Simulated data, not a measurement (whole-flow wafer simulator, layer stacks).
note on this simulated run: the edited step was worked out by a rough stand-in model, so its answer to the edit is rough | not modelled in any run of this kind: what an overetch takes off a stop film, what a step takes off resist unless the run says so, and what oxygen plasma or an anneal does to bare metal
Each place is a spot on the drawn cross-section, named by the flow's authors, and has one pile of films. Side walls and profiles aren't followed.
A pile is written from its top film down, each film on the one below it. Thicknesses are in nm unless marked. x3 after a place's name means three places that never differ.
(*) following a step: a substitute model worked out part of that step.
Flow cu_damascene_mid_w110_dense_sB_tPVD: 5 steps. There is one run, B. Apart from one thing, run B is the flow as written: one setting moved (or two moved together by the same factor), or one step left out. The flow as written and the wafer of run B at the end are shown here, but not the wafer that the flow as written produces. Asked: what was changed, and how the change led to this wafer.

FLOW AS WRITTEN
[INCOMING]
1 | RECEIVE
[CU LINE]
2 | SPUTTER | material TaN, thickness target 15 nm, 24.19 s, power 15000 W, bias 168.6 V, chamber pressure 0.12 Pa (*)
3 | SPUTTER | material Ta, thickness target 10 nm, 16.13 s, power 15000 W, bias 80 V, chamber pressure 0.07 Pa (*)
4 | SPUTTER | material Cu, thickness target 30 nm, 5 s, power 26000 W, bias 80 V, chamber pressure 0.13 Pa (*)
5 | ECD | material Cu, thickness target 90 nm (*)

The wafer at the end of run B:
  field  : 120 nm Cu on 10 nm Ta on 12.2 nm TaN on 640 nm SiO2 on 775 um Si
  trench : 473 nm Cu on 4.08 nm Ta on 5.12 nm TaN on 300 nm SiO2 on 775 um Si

The reason: step 2, SPUTTER: 19.65 s was run, while the flow as written has 24.19 s; step 2, SPUTTER: chamber pressure 0.0975 Pa was run, where the flow has chamber pressure 0.12 Pa.

The path from the change to this, step by step:
  2 | SPUTTER | material TaN, thickness target 15 nm, 24.19 s, power 15000 W, bias 168.6 V, chamber pressure 0.12 Pa (*)
      field: +12.2 TaN (new film) (as written it would have been: +15 TaN (new film))
      trench: +5.12 TaN (new film) (as written it would have been: +6.23 TaN (new film))
